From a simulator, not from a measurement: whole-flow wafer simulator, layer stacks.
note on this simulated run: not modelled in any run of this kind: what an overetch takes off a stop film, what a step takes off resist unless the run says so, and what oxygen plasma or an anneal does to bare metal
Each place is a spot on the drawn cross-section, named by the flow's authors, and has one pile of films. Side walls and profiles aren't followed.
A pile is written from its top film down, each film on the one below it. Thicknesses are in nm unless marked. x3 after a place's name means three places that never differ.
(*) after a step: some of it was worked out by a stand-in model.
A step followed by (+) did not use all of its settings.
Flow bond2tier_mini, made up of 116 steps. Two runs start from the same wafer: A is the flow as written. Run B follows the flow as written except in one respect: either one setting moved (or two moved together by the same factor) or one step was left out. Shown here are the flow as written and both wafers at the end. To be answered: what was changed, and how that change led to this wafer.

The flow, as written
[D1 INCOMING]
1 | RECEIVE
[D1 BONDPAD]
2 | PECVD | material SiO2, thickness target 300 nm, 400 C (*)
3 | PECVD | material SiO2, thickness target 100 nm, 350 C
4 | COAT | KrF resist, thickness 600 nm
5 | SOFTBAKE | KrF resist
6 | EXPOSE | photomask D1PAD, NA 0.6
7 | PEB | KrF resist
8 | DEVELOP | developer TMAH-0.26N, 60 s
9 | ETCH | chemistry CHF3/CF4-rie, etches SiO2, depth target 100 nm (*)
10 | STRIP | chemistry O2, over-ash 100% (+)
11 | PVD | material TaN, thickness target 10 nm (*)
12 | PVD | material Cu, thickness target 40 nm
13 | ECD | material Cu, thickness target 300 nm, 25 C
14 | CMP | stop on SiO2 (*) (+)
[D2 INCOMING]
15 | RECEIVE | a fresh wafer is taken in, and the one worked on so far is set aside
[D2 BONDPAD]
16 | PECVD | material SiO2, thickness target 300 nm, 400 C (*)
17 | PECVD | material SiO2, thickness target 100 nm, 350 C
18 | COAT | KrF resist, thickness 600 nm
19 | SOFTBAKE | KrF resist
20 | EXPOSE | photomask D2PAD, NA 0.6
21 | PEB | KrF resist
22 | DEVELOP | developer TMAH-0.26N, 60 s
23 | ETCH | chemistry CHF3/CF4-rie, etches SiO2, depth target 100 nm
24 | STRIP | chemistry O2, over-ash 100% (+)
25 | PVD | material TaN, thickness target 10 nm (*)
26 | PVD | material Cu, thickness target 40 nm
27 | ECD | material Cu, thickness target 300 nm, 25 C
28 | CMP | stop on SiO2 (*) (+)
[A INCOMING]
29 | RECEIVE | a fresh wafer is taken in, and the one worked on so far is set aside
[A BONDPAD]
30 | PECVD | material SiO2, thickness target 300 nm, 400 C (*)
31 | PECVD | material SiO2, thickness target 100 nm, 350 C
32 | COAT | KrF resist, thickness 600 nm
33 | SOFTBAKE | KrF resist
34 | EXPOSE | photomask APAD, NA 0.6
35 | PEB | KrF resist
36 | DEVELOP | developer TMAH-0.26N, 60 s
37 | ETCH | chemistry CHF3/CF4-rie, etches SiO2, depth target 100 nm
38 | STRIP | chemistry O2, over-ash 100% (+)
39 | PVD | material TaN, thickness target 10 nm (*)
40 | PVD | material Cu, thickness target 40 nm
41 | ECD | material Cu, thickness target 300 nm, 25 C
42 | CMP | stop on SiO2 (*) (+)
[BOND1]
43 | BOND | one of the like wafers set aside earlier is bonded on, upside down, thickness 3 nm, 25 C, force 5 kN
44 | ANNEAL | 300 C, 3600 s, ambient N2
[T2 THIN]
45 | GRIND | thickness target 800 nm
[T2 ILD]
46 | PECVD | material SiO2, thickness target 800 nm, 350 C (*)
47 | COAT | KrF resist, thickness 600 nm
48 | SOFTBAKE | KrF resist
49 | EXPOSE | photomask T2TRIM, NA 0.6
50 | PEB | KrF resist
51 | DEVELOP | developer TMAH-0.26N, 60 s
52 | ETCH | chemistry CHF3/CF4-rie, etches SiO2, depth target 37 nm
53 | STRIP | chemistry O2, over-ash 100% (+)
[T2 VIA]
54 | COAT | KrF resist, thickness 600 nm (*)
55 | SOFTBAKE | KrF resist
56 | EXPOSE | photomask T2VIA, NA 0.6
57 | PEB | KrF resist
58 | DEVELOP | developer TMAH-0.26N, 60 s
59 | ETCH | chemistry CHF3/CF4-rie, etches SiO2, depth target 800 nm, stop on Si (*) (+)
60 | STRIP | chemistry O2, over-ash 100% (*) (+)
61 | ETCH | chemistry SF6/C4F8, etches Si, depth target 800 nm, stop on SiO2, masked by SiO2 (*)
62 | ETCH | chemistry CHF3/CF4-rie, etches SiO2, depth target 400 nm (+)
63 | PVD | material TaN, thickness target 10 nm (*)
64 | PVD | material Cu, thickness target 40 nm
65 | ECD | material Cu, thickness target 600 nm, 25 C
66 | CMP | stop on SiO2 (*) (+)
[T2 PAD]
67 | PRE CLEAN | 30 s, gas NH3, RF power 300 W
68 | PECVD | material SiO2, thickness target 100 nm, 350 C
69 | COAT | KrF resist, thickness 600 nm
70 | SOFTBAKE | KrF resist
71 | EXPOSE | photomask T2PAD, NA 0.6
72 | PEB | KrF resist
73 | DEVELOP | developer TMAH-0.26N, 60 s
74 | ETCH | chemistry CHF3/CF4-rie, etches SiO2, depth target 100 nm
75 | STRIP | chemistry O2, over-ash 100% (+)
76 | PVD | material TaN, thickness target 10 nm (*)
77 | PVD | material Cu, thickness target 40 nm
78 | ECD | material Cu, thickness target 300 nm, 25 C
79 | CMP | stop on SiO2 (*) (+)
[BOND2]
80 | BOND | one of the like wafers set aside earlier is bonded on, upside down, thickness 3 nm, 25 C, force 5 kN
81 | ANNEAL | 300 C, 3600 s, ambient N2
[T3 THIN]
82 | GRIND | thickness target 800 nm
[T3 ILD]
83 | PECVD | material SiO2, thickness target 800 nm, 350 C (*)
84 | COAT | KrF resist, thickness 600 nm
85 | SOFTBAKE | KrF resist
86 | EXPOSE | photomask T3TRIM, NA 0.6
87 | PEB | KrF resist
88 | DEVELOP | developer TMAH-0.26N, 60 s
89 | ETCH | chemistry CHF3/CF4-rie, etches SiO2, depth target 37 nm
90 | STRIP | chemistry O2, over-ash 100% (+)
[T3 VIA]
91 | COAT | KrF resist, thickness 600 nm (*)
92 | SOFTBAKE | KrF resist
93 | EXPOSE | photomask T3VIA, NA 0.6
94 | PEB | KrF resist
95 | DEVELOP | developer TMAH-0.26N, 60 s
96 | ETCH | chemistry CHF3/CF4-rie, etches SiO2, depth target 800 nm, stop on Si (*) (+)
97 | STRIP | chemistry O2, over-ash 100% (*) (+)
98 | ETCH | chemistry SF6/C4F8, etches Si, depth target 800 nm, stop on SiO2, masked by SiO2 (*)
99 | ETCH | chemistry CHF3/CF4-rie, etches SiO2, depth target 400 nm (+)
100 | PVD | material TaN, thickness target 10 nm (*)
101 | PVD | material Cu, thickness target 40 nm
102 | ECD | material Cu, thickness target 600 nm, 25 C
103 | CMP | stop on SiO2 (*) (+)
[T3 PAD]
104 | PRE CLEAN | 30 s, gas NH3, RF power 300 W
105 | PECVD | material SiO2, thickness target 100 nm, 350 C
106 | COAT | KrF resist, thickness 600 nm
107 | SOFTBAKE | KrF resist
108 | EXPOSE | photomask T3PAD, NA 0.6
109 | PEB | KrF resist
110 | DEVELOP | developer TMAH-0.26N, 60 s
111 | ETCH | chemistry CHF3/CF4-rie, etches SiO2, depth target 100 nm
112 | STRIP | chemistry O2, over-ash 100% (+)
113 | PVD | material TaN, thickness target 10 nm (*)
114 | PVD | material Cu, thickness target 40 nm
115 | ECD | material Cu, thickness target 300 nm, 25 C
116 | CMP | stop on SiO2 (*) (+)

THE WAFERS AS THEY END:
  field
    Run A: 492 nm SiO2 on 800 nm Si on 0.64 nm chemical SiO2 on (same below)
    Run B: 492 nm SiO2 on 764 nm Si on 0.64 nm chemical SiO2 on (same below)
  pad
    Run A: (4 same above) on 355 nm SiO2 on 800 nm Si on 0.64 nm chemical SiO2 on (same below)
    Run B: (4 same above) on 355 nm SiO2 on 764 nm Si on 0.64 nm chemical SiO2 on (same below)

The reason: step 82, GRIND: thickness target 764 nm was run, though the flow has thickness target 800 nm.
One can read it off the wafer: field has Si 764, and step 82 as written asks for 800 nm.

How this came from the change, step by step:
  82 | GRIND | thickness target 800 nm
      field, pad: A -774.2 um Si | B -774.24 um Si
